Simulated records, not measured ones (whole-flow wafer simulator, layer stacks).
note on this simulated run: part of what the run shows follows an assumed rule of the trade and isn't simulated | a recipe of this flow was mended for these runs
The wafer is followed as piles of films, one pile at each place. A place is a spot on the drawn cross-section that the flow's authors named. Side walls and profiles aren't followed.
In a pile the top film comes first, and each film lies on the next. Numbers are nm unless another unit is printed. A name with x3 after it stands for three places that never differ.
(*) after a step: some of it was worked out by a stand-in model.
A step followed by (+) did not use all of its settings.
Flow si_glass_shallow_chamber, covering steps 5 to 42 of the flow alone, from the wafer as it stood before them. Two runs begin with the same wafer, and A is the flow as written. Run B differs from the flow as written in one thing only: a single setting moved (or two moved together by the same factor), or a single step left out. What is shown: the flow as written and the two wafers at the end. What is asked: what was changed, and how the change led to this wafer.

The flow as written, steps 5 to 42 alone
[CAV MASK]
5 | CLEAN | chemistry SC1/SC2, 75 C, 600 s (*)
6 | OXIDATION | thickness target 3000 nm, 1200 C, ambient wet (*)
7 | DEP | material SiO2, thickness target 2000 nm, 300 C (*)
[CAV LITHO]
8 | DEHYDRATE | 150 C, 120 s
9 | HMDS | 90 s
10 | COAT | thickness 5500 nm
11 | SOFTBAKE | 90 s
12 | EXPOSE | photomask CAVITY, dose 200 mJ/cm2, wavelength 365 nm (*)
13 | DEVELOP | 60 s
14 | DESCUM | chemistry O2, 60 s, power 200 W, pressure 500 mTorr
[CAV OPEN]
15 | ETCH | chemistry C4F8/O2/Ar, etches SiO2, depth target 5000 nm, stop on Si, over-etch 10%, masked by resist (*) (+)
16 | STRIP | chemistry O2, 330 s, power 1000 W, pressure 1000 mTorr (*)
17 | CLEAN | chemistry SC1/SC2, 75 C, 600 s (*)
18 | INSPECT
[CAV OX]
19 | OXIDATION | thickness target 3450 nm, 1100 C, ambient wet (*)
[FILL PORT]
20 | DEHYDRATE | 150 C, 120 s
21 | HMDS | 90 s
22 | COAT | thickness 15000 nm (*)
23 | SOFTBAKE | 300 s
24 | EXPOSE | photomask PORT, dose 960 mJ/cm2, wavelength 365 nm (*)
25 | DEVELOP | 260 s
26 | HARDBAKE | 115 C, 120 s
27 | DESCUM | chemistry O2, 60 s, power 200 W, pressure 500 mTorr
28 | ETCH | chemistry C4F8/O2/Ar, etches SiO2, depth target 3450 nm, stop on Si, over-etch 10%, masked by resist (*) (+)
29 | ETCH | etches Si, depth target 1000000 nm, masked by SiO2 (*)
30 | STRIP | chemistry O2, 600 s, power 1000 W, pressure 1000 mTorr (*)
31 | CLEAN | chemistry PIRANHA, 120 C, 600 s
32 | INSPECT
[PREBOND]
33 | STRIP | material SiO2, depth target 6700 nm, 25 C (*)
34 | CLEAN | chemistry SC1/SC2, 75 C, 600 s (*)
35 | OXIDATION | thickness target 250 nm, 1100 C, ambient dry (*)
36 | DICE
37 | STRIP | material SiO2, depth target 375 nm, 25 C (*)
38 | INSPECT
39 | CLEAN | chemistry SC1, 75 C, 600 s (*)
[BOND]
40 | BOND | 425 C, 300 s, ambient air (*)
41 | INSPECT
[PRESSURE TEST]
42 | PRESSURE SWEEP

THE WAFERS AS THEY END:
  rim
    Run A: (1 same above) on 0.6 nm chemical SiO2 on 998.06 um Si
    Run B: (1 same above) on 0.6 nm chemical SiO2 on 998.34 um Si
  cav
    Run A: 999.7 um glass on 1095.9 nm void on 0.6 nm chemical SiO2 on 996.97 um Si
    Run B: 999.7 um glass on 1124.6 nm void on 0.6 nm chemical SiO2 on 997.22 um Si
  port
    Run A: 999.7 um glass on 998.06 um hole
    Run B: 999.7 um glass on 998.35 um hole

The reason: step 6, OXIDATION: thickness target 2200 nm was run, while the flow as written has thickness target 3000 nm.

The path from the change to this, step by step:
  6 | OXIDATION | thickness target 3000 nm, 1200 C, ambient wet (*)
      rim, ramp, cav, port, septum, ring: A +3000 SiO2 (new film), -0.6 chemical SiO2 (all of it), -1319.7 Si | B +2200 SiO2 (new film), -0.6 chemical SiO2 (all of it), -967.7 Si
  15 | ETCH | chemistry C4F8/O2/Ar, etches SiO2, depth target 5000 nm, stop on Si, over-etch 10%, masked by resist (*) (+)
      rim, ramp, septum, ring: A -1100 thick-i-line-resist | B -924 thick-i-line-resist
      cav, port: A -5000 SiO2 (all of it), -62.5 Si | B -4200 SiO2 (all of it), -162.5 Si
  16 | STRIP | chemistry O2, 330 s, power 1000 W, pressure 1000 mTorr (*)
      rim, ramp, septum, ring: A -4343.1 thick-i-line-resist (all of it) | B -4519.1 thick-i-line-resist (all of it)
  19 | OXIDATION | thickness target 3450 nm, 1100 C, ambient wet (*)
      rim, ramp, septum, ring: A +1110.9 SiO2, -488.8 Si | B +1273.1 SiO2, -560.2 Si
  22 | COAT | thickness 15000 nm (*)
      rim: A +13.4 um thick-i-line-resist (new film) | B +13.65 um thick-i-line-resist (new film)
      ramp: A +12.89 um thick-i-line-resist (new film) | B +13.22 um thick-i-line-resist (new film)
      (and at 4 other places as well)
  23 | SOFTBAKE | 300 s
      rim: A -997 thick-i-line-resist | B -826.6 thick-i-line-resist
      ramp: A -487.1 thick-i-line-resist | B -398.2 thick-i-line-resist
      (and at 4 other places as well)
  25 | DEVELOP | 260 s
      port: A -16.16 um thick-i-line-resist (all of it) | B -15.97 um thick-i-line-resist (all of it)
  26 | HARDBAKE | 115 C, 120 s
      rim, ramp: A -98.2 thick-i-line-resist | B -103.4 thick-i-line-resist
  29 | ETCH | etches Si, depth target 1000000 nm, masked by SiO2 (*)
      rim, ramp: A -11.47 um thick-i-line-resist (all of it), -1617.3 SiO2 | B -11.89 um thick-i-line-resist (all of it), -1395.2 SiO2
      port: A +997.05 um hole (new film), -997.05 um Si (all of it) | B +997.3 um hole (new film), -997.3 um Si (all of it)
      (and at 2 other places as well)
  30 | STRIP | chemistry O2, 600 s, power 1000 W, pressure 1000 mTorr (*)
      cav: A -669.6 thick-i-line-resist (all of it) | B -484.5 thick-i-line-resist (all of it)
  33 | STRIP | material SiO2, depth target 6700 nm, 25 C (*)
      rim, ramp: A -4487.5 SiO2 (all of it) | B -4071.9 SiO2 (all of it)
      septum: A -5732.1 SiO2 (all of it) | B -5113.7 SiO2 (all of it)
      (and at 1 other place as well)
  40 | BOND | 425 C, 300 s, ambient air (*)
      cav: A +999.7 um glass (new film), +1095.9 void (new film) | B +999.7 um glass (new film), +1124.6 void (new film)
      port: A +999.7 um glass (new film), +1017.3 hole | B +999.7 um glass (new film), +1045.9 hole
